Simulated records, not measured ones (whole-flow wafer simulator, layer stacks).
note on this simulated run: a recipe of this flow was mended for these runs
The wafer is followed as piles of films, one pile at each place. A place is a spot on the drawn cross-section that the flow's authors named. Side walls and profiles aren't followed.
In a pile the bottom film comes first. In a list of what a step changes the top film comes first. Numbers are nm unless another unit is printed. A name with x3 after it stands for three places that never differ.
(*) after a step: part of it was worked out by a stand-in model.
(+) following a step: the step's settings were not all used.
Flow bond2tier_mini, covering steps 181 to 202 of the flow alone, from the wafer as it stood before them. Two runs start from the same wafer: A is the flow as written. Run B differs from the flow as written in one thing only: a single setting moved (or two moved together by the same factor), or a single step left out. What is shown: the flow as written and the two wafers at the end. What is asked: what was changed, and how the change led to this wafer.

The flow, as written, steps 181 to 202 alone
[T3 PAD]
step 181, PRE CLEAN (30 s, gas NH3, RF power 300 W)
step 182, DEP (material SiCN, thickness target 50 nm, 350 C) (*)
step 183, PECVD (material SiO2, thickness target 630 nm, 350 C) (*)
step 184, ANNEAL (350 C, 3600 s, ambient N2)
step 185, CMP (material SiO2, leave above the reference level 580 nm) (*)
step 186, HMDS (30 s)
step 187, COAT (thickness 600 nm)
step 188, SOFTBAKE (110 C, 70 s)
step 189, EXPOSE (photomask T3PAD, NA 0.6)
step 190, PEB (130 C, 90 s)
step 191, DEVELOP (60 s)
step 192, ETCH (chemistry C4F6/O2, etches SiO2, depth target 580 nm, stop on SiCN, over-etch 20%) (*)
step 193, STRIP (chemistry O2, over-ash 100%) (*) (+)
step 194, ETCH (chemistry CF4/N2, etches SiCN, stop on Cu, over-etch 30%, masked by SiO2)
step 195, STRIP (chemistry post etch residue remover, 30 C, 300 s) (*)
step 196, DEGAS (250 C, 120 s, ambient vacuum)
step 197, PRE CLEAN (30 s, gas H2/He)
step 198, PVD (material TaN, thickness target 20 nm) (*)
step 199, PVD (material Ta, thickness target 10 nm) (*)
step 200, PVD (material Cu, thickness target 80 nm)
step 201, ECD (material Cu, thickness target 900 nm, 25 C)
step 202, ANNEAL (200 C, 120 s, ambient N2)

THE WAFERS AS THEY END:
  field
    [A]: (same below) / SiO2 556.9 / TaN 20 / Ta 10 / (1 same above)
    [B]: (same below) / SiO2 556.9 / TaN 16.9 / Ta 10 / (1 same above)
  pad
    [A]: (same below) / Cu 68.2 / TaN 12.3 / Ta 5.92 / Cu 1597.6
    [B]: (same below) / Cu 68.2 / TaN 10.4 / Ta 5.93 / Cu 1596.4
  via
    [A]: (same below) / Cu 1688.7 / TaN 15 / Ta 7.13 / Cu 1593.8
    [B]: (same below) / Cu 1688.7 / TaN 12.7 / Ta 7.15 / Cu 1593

Cause: step 198, PVD: thickness target 16.9 nm was run, though the flow has thickness target 20 nm.
The wafer itself shows it: field has TaN 16.9, and step 198 as written asks for 20 nm.

How this came from the change, step by step:
  step 198, PVD (material TaN, thickness target 20 nm) (*)
      field: A +20 TaN (new film) | B +16.9 TaN (new film)
      pad: A +12.3 TaN (new film) | B +10.4 TaN (new film)
      (and at 1 other place as well)
